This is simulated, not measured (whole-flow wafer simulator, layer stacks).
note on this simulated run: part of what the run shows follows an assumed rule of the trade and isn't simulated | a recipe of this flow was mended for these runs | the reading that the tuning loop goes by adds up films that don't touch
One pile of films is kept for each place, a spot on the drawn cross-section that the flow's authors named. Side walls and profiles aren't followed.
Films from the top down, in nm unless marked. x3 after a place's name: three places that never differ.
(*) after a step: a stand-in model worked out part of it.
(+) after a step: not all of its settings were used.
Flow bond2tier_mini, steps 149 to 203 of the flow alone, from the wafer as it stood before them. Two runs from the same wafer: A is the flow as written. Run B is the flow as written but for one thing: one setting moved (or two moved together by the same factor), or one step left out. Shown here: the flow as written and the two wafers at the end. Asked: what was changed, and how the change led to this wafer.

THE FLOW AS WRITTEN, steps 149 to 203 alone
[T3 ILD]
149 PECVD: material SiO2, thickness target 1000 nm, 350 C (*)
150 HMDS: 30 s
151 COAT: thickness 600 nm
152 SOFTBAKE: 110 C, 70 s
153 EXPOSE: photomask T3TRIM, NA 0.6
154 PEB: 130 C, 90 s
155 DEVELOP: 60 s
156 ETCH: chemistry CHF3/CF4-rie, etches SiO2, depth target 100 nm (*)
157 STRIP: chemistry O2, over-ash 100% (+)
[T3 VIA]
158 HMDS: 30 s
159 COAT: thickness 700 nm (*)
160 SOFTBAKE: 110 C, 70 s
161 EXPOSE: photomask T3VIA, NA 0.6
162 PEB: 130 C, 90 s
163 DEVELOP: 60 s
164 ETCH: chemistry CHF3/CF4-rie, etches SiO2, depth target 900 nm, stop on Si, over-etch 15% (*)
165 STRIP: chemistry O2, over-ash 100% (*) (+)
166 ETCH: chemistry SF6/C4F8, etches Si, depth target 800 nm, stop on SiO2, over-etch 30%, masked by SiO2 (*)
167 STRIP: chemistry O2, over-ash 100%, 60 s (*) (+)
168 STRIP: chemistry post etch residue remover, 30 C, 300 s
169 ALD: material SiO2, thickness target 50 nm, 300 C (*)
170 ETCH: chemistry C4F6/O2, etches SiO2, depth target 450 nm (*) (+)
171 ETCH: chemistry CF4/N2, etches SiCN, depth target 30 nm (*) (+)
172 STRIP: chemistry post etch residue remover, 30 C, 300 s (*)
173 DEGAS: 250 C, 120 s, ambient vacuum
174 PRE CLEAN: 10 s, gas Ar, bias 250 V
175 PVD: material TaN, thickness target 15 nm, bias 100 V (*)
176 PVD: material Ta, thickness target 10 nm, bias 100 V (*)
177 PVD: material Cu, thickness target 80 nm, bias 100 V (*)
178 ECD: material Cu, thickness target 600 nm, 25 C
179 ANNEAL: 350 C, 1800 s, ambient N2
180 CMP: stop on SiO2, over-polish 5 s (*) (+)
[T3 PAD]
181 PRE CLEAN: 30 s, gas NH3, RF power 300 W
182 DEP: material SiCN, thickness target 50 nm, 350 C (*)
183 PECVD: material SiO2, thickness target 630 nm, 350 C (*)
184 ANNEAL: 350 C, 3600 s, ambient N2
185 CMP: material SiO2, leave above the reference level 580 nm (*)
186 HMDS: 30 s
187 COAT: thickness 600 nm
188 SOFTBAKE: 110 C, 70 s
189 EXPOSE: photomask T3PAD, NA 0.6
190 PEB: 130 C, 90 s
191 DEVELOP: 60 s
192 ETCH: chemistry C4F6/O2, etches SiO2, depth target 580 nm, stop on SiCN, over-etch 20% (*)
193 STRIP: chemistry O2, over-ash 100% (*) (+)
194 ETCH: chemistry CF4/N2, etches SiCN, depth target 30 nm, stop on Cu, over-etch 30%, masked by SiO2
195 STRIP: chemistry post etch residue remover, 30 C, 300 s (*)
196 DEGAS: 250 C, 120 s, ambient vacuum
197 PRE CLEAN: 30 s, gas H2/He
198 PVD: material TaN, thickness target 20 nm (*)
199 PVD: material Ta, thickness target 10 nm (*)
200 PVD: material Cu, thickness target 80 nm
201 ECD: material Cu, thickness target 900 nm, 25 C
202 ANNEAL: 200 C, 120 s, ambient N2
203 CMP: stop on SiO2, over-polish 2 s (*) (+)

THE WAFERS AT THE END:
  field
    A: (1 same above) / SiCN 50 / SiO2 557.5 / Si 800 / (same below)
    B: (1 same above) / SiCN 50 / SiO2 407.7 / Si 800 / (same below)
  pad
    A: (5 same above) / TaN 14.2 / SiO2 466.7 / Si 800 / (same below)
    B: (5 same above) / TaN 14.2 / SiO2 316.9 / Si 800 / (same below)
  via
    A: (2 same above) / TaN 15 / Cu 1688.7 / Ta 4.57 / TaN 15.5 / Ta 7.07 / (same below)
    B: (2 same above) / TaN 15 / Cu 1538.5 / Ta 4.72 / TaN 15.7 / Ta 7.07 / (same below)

The cause: step 149, PECVD: thickness target 850 nm was run, where the flow has thickness target 1000 nm.

How the change led to this, step by step:
  149 PECVD: material SiO2, thickness target 1000 nm, 350 C (*)
      field, pad, via: A SiO2 +1000 (new film) | B SiO2 +850 (new film)
  164 ETCH: chemistry CHF3/CF4-rie, etches SiO2, depth target 900 nm, stop on Si, over-etch 15% (*)
      field, pad: A thick-KrF-resist -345 | B thick-KrF-resist -287.5
      via: A SiO2 -900 (all of it), Si -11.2 | B SiO2 -750 (all of it), Si -23.8
  165 STRIP: chemistry O2, over-ash 100% (*) (+)
      field: A thick-KrF-resist -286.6 (all of it) | B thick-KrF-resist -344.1 (all of it)
      pad: A thick-KrF-resist -372.9 (all of it) | B thick-KrF-resist -430.4 (all of it)
  177 PVD: material Cu, thickness target 80 nm, bias 100 V (*)
      via: A Cu +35 (new film) | B Cu +36.3 (new film)
  178 ECD: material Cu, thickness target 600 nm, 25 C
      via: A Cu +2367 | B Cu +2215.5
